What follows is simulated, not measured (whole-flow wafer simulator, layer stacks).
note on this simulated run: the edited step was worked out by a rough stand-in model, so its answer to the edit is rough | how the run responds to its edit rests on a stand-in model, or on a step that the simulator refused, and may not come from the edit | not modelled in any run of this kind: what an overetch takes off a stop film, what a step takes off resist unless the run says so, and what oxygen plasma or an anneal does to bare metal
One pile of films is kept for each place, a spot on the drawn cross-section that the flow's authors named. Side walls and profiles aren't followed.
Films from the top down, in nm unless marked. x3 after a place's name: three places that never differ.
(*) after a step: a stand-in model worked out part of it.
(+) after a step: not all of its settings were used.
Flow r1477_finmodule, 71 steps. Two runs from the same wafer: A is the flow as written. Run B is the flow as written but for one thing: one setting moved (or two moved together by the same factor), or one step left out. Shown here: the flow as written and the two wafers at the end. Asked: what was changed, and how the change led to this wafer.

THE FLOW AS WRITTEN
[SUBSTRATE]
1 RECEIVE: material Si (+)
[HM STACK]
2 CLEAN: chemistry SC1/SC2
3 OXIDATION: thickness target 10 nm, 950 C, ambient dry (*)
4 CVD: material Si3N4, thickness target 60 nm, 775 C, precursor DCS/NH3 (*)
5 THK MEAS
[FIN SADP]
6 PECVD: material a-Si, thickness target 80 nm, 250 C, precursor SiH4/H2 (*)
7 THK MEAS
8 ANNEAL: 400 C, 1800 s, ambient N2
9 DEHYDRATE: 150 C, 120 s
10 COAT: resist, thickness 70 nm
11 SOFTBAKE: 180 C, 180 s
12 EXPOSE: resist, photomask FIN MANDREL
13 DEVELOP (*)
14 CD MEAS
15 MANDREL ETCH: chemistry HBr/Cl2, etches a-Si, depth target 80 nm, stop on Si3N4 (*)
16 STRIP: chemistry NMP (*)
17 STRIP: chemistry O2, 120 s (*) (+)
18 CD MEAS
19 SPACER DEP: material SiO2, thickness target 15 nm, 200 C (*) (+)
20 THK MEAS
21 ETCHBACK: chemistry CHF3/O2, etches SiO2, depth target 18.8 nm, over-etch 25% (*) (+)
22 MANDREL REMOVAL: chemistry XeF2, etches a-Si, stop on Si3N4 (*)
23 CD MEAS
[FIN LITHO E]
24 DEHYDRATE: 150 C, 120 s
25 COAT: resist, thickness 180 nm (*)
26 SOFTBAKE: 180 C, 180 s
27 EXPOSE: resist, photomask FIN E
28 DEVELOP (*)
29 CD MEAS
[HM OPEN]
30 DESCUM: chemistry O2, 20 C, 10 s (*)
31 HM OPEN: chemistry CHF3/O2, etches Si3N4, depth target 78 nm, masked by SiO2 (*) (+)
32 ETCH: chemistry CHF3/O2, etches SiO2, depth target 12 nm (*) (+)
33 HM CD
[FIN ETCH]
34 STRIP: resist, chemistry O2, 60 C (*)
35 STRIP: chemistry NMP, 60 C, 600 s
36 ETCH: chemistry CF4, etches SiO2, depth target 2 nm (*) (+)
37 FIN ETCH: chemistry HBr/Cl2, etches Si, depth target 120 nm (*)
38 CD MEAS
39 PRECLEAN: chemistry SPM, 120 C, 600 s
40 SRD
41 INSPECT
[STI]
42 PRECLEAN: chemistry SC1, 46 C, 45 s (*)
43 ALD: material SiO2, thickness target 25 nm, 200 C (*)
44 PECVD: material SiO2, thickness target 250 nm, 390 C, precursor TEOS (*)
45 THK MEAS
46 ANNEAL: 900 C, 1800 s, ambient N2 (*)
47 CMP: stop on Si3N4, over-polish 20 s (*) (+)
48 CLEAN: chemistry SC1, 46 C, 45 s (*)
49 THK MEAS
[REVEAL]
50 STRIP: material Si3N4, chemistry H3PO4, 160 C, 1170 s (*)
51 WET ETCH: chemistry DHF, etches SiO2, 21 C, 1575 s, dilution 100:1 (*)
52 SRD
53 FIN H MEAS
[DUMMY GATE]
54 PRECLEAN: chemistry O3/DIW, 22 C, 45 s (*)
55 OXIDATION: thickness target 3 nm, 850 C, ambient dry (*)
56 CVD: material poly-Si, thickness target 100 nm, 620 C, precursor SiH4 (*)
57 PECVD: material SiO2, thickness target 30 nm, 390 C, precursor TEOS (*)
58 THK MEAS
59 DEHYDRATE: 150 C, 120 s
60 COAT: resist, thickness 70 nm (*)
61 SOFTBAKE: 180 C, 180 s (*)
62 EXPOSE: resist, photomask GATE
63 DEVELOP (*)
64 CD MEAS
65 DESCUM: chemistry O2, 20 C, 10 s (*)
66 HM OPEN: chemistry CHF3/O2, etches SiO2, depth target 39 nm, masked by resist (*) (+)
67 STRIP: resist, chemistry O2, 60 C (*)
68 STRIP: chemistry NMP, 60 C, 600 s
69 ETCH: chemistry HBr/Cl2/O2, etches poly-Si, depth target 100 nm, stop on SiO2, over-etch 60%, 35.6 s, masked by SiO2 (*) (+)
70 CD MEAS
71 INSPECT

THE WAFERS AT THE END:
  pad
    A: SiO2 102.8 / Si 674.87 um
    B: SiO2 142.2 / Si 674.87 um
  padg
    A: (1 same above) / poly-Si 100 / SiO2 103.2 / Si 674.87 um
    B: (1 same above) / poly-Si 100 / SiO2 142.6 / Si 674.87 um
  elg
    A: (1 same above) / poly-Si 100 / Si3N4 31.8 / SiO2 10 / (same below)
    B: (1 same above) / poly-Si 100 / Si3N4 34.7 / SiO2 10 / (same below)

The cause: step 51, WET ETCH: 850 s was run, where the flow has 1575 s.

How the change led to this, step by step:
  51 WET ETCH: chemistry DHF, etches SiO2, 21 C, 1575 s, dilution 100:1 (*)
      pad, padg, e40sg and 12 more: A SiO2 -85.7 | B SiO2 -46.2
      elg, e40lg, e100lg, e200lg, elo, e40lo, e100lo, e200lo: A SiO2 -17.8 (all of it), Si3N4 -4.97 | B SiO2 -17.8 (all of it), Si3N4 -2.02
      (and at 7 more places)
  56 CVD: material poly-Si, thickness target 100 nm, 620 C, precursor SiH4 (*)
      s40sg_line, s45sg_line, s50sg_line, s40so_line, s45so_line, s50so_line: A poly-Si +100 (new film) | B poly-Si +116.9 (new film)
      s40cg, s40co: A poly-Si +113.9 (new film) | B poly-Si +100 (new film)
      (and at 5 more places)
  60 COAT: resist, thickness 70 nm (*)
      e40lg, e100lg, e200lg, elo, e40lo, e100lo, e200lo: A resist +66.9 (new film) | B resist +68.7 (new film)
      e40sg, eso, e40so: A resist +129.5 (new film) | B resist +94.9 (new film)
      (and at 22 more places)
  63 DEVELOP (*)
      elo, e40lo, e100lo, e200lo: A resist -66.9 (all of it) | B resist -68.7 (all of it)
      eso, e40so: A resist -129.5 (all of it) | B resist -94.9 (all of it)
      (and at 11 more places)
  67 STRIP: resist, chemistry O2, 60 C (*)
      e40lg, e100lg, e200lg: A resist -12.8 (all of it) | B resist -14.6 (all of it)
      e40sg: A resist -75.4 (all of it) | B resist -40.7 (all of it)
      (and at 11 more places)
  69 ETCH: chemistry HBr/Cl2/O2, etches poly-Si, depth target 100 nm, stop on SiO2, over-etch 60%, 35.6 s, masked by SiO2 (*) (+)
      s40so_line, s45so_line, s50so_line: A chemical SiO2 -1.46 (all of it), poly-Si -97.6 (all of it), SiO2 -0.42 | B chemical SiO2 -1.25 (all of it), poly-Si -114.5 (all of it), SiO2 -0.23
      s40co: A chemical SiO2 -1.46 (all of it), poly-Si -111.5 (all of it), SiO2 -0.24 | B chemical SiO2 -1.25 (all of it), poly-Si -97.6 (all of it), SiO2 -0.42
      (and at 2 more places)
